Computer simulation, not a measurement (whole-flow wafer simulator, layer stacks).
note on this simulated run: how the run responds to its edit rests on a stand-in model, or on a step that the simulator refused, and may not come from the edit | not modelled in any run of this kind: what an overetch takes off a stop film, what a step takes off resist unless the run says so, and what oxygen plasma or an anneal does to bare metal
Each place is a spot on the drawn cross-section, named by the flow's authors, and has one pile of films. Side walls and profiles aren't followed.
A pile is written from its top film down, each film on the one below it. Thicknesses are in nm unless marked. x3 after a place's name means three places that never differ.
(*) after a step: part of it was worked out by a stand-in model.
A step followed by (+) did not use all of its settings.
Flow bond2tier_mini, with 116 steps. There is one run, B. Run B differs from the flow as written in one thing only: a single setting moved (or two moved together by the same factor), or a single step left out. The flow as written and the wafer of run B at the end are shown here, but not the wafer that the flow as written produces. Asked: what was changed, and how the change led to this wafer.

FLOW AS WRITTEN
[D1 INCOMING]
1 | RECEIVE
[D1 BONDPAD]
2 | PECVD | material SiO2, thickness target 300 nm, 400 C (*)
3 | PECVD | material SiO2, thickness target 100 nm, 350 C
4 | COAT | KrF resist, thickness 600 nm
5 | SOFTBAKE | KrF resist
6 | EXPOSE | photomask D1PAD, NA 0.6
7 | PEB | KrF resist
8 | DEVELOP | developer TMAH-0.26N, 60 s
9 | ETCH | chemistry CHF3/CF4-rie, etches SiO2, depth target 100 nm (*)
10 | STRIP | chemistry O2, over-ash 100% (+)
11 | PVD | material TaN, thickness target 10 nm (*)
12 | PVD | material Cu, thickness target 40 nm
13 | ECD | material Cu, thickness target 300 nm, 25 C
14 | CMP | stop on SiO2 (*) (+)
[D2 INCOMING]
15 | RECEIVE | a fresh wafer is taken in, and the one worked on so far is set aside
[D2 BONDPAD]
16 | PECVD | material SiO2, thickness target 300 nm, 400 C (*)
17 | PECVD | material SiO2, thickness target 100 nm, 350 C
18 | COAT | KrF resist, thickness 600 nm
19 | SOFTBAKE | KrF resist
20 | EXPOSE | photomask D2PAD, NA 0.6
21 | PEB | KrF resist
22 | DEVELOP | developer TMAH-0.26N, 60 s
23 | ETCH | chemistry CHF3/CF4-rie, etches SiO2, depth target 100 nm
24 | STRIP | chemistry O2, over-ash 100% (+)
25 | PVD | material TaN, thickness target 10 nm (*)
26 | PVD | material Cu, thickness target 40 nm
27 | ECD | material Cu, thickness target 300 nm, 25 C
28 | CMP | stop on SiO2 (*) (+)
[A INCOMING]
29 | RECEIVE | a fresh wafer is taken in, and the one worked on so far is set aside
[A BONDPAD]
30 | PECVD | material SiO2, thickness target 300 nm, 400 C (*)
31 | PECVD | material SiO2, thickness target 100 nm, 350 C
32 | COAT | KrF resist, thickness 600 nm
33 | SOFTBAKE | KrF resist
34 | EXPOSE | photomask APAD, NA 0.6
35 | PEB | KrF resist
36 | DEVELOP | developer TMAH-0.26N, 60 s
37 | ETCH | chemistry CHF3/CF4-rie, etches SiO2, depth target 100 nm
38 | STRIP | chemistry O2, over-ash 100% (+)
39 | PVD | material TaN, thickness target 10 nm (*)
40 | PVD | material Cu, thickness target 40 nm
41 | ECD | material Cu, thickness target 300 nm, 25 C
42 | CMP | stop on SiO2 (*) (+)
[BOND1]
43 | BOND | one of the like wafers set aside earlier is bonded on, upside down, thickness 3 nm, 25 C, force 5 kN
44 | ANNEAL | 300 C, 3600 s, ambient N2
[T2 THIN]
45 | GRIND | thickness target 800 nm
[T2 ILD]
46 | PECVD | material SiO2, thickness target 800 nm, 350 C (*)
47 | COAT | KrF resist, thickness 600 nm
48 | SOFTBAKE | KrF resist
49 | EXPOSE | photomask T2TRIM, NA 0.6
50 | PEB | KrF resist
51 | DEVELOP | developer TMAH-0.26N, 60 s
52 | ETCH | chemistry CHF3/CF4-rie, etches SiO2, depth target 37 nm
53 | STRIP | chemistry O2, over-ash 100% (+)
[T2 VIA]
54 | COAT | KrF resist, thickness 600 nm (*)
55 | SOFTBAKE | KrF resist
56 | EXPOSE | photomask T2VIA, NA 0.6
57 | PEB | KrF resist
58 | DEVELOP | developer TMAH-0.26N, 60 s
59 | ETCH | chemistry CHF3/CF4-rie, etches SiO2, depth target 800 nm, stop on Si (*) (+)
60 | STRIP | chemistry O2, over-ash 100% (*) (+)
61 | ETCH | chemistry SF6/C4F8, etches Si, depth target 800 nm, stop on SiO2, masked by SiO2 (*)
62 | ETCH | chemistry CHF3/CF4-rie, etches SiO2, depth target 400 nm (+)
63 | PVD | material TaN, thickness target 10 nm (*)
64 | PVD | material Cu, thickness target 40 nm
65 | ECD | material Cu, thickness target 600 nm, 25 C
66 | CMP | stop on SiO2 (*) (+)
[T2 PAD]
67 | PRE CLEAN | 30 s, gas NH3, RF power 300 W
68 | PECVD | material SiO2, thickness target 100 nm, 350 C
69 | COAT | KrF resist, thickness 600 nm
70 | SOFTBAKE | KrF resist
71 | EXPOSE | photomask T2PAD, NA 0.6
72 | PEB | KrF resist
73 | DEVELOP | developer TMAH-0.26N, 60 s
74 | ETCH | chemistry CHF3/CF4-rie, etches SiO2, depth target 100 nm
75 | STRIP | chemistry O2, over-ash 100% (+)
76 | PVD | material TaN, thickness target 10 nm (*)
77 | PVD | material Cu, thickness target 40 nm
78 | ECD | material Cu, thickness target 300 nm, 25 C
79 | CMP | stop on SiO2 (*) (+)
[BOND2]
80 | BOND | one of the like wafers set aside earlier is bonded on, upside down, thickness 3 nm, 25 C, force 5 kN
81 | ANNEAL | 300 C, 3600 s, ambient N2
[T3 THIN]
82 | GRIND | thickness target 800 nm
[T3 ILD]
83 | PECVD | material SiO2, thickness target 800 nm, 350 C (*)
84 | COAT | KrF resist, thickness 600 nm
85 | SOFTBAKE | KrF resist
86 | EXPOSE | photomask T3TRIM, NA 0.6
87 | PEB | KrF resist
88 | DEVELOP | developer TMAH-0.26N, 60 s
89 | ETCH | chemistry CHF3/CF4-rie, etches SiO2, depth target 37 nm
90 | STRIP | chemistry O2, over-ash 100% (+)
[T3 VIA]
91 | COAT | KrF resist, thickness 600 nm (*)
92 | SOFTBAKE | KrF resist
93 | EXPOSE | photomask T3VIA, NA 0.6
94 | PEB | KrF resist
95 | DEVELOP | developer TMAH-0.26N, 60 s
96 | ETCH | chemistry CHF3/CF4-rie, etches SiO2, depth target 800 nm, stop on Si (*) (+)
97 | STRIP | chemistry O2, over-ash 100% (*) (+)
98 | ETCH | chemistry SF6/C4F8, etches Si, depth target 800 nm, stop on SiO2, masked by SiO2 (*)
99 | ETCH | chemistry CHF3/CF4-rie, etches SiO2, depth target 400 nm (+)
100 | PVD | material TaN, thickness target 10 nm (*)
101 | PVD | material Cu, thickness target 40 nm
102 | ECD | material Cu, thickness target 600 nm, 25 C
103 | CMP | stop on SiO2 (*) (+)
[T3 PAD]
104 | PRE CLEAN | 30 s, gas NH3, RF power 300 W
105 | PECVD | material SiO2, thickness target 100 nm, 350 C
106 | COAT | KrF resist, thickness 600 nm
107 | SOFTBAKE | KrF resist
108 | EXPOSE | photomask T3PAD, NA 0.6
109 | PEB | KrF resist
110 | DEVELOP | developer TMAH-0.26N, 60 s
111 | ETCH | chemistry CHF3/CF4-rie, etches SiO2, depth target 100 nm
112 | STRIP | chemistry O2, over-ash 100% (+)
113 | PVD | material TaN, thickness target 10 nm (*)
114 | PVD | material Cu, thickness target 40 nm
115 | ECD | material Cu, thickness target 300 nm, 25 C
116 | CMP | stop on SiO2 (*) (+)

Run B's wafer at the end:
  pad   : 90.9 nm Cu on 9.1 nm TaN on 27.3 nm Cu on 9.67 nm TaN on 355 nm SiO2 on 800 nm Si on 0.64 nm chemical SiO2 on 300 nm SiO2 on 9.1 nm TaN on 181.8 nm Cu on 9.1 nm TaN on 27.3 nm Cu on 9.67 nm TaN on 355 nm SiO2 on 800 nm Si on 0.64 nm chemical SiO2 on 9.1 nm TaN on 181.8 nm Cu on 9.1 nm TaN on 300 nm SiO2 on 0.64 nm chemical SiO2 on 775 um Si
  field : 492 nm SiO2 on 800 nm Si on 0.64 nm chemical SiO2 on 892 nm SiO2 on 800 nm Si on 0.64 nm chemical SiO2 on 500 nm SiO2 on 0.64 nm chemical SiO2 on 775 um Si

Cause: step 2, PECVD: material SiO2, thickness target 300 nm, 400 C (*), was not run.

How this came from the change, step by step:
  3 | PECVD | material SiO2, thickness target 100 nm, 350 C
      field, pad, via: SiO2 gains 100 (new film) (in the flow as written it would be: SiO2 gains 100)
  9 | ETCH | chemistry CHF3/CF4-rie, etches SiO2, depth target 100 nm (*)
      pad, via: SiO2 loses 100 (all of it) (in the flow as written it would be: SiO2 loses 100)
  43 | BOND | one of the like wafers set aside earlier is bonded on, upside down, thickness 3 nm, 25 C, force 5 kN
      pad: Si gains 775 um (new film), chemical SiO2 gains 0.64 (new film), TaN gains 9.1 (new film), Cu gains 90.9 (in the flow as written it would be: Si gains 775 um (new film), chemical SiO2 gains 0.64 (new film), SiO2 gains 300 (new film), TaN gains 9.1 (new film), Cu gains 90.9)
      via: Si gains 775 um (new film), chemical SiO2 gains 0.64 (new film), TaN gains 9.97 (new film), Cu gains 90 (in the flow as written it would be: Si gains 775 um (new film), chemical SiO2 gains 0.64 (new film), SiO2 gains 300 (new film), TaN gains 9.97 (new film), Cu gains 90)
      (and at 1 other place as well)
